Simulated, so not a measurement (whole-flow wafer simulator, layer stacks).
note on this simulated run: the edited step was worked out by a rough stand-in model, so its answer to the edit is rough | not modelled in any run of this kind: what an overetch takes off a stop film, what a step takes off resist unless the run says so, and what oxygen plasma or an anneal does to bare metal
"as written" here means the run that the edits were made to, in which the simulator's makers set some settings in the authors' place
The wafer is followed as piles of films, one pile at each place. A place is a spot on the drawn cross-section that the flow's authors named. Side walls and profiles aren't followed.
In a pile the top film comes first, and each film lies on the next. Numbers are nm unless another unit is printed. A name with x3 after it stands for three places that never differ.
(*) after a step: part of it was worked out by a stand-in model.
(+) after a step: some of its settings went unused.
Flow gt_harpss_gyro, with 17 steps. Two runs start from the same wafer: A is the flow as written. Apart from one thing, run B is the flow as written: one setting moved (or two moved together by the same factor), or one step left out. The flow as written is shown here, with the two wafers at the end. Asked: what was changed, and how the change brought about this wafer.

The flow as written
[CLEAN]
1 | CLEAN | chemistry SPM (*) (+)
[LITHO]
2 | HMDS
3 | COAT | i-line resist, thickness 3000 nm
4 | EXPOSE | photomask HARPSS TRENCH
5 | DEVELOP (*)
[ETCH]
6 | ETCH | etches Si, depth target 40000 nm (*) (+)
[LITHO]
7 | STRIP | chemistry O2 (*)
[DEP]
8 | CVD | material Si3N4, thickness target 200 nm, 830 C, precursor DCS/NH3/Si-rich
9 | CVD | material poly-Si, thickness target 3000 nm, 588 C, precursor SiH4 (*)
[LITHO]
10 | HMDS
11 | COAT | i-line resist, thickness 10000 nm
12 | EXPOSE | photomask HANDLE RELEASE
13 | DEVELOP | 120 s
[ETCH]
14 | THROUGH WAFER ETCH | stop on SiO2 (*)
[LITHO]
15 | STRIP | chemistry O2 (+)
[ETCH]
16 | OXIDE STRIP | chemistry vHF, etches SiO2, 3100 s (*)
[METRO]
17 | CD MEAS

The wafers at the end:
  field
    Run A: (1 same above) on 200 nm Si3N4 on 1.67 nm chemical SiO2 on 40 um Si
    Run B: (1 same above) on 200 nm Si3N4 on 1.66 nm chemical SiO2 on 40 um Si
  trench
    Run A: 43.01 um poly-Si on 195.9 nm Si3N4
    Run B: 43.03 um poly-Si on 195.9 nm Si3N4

The reason: step 6, ETCH: depth target 43000 nm was run, while the flow as written has depth target 40000 nm.

The path from the change to this, step by step:
  6 | ETCH | etches Si, depth target 40000 nm (*) (+)
      trench: A chemical SiO2 loses 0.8 (all of it), Si loses 40 um (all of it) | B chemical SiO2 loses 0.8 (all of it), Si loses 40 um (all of it), SiO2 loses 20
      field: A i-line resist loses 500 | B i-line resist loses 537.5
  9 | CVD | material poly-Si, thickness target 3000 nm, 588 C, precursor SiH4 (*)
      trench: A poly-Si gains 43.01 um (new film) | B poly-Si gains 43.03 um (new film)
